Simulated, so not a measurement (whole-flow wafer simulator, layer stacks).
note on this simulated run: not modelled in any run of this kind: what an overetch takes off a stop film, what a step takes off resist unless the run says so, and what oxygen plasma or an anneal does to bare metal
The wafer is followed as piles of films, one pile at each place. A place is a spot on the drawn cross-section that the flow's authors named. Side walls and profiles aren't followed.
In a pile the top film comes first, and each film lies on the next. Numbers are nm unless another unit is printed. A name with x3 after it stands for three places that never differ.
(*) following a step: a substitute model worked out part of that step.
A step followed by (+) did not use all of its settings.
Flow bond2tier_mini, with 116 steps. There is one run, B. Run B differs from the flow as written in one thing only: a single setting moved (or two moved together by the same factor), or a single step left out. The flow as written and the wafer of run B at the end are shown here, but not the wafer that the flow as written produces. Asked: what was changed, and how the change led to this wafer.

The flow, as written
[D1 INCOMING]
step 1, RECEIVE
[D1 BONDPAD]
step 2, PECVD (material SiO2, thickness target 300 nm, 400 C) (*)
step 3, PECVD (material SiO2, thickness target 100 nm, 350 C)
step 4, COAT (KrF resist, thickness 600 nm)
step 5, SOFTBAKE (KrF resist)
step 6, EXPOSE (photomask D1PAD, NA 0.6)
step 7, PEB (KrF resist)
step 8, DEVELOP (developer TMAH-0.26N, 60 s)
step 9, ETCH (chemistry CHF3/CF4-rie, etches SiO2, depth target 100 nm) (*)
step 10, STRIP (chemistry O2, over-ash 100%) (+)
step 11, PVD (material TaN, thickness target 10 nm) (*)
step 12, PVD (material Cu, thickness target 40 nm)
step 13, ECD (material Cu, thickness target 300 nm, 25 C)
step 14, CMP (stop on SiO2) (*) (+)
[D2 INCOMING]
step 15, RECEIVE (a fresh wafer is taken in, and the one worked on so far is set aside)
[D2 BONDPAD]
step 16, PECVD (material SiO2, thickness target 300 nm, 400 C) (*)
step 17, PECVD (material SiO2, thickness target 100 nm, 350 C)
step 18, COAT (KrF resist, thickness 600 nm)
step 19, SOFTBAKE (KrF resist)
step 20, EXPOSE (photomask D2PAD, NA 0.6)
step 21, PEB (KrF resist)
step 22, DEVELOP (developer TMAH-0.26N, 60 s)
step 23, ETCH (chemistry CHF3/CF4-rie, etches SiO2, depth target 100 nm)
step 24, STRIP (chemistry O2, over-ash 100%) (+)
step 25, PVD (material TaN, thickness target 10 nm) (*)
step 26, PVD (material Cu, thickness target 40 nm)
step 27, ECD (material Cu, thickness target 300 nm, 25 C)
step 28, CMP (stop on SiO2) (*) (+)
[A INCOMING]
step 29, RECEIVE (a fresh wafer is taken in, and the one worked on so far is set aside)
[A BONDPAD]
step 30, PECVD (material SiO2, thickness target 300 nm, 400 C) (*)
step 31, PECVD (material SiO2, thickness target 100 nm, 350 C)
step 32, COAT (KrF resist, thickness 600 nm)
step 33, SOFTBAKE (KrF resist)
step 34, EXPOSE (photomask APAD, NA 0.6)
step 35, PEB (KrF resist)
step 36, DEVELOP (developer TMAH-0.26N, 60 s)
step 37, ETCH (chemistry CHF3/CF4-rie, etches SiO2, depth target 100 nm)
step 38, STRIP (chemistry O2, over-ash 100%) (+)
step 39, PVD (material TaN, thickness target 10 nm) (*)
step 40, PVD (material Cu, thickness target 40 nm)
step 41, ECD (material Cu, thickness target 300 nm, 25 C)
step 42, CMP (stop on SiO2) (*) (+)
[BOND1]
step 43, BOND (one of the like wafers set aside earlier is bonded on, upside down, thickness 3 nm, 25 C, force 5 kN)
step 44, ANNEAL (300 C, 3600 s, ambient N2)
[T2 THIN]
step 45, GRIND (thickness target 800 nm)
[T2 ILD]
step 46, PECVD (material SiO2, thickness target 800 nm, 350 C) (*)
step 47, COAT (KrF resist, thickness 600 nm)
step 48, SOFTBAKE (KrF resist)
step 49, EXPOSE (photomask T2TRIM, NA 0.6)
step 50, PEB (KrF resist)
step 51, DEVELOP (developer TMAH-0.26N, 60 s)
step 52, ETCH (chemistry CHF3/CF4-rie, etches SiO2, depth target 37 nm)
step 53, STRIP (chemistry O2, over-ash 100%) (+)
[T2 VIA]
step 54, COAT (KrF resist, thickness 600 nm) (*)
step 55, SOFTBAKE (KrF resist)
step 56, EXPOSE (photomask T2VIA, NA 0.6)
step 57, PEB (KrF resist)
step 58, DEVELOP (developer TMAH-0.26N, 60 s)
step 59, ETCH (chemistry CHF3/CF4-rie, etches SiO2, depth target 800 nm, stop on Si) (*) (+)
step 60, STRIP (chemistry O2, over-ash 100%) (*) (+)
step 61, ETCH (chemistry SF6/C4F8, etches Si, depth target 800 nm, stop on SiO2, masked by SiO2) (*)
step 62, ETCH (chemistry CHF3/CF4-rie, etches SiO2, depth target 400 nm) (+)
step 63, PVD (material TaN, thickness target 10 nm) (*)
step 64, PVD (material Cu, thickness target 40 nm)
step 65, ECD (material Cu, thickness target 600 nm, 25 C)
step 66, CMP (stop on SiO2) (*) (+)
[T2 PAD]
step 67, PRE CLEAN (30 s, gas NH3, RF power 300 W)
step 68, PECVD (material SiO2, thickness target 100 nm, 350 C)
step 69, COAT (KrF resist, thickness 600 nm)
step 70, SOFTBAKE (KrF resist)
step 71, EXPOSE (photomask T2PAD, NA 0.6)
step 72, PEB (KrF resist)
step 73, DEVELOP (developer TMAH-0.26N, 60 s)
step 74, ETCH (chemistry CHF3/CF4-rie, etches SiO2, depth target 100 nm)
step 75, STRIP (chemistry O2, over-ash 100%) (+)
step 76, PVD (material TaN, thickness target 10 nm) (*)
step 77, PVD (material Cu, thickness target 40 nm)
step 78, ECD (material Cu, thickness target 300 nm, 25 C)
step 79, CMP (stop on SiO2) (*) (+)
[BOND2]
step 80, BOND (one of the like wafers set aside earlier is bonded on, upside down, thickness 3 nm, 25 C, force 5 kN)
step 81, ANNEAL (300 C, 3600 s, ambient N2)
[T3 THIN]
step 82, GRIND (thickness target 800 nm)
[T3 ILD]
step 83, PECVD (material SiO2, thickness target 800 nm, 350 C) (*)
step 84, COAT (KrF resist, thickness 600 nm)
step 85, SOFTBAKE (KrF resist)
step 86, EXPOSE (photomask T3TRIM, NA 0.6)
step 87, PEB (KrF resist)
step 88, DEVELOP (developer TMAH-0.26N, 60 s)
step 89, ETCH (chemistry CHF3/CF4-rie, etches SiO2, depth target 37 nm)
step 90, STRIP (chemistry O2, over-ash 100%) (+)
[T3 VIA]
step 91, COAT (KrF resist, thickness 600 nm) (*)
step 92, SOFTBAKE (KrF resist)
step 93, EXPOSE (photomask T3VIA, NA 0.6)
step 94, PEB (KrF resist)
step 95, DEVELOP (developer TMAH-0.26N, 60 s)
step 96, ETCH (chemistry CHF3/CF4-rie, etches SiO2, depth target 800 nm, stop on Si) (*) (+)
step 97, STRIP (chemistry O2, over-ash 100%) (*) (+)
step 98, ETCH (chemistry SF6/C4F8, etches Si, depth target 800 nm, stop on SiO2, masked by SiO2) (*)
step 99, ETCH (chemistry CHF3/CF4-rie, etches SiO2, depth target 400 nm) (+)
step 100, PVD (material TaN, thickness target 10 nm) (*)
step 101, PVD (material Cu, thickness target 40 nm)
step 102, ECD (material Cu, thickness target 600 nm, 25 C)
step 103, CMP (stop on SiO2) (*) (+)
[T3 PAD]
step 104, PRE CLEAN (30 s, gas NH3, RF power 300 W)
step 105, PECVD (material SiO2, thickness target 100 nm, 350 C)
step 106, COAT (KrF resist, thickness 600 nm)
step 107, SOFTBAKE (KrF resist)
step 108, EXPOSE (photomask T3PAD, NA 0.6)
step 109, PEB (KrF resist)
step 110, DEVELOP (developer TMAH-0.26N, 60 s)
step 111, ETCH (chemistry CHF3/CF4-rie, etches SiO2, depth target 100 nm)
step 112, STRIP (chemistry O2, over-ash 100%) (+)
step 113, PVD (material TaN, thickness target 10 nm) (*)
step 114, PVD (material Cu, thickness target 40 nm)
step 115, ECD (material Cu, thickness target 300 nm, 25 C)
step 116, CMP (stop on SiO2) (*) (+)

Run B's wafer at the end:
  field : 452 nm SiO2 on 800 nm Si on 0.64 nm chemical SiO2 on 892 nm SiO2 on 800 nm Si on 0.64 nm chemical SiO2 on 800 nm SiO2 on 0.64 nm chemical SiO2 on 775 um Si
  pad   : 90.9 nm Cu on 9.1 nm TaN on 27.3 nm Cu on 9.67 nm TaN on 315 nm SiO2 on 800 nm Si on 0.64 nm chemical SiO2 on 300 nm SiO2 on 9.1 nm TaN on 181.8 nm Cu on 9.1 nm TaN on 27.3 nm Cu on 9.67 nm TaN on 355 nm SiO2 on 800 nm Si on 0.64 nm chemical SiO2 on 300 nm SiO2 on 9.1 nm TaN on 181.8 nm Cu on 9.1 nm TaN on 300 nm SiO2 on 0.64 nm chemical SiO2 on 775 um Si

Cause: step 99, ETCH: depth target 440 nm was run, while the flow as written has depth target 400 nm; step 101, PVD: thickness target 44 nm was run, where the flow has thickness target 40 nm.

How this came from the change, step by step:
  step 99, ETCH (chemistry CHF3/CF4-rie, etches SiO2, depth target 400 nm) (+)
      field, pad: SiO2 loses 440 (in the flow as written it would be: SiO2 loses 400)
  step 101, PVD (material Cu, thickness target 40 nm)
      field: Cu gains 44 (new film) (in the flow as written it would be: Cu gains 40 (new film))
      pad: Cu gains 42.5 (new film) (in the flow as written it would be: Cu gains 38.7 (new film))
